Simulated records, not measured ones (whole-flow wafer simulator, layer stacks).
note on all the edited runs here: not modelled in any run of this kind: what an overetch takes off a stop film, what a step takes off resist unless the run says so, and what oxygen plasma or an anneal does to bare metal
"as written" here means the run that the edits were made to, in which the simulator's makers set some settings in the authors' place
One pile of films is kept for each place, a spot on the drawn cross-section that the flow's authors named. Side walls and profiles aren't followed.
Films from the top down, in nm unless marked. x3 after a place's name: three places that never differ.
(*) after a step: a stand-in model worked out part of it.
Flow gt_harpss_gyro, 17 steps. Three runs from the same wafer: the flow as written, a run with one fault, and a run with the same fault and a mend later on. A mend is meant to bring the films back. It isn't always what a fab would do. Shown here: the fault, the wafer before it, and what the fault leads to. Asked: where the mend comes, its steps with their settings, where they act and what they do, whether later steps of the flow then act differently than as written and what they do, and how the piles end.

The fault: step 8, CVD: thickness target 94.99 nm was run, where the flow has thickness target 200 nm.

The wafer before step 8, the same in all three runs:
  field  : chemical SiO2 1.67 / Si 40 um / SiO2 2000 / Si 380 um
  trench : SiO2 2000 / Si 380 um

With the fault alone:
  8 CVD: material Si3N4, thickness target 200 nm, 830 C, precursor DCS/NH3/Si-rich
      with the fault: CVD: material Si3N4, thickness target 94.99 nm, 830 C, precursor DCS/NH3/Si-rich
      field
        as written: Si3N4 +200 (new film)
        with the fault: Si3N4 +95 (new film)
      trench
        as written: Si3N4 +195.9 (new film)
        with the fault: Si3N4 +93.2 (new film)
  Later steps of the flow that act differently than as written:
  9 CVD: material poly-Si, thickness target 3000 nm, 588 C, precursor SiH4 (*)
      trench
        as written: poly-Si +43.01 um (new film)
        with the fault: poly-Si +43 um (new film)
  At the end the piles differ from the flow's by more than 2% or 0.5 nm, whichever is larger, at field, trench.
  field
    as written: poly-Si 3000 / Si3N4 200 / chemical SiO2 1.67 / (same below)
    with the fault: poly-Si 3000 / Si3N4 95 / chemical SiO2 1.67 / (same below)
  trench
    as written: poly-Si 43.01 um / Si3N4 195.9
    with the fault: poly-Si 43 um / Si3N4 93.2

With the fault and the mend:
  The mend comes after step 8.
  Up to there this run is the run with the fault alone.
  8a CVD: material Si3N4, thickness target 105 nm, 830 C, precursor DCS/NH3/Si-rich (the flow's step 8 once more, with other settings)
      field
        Si3N4 +105
      trench
        Si3N4 +102.6
  No later step of the flow acts differently than as written at any place that is followed.
  At the end the piles differ from the flow's only slightly at the places that both follow, by at most 2% or 0.5 nm, whichever is larger.
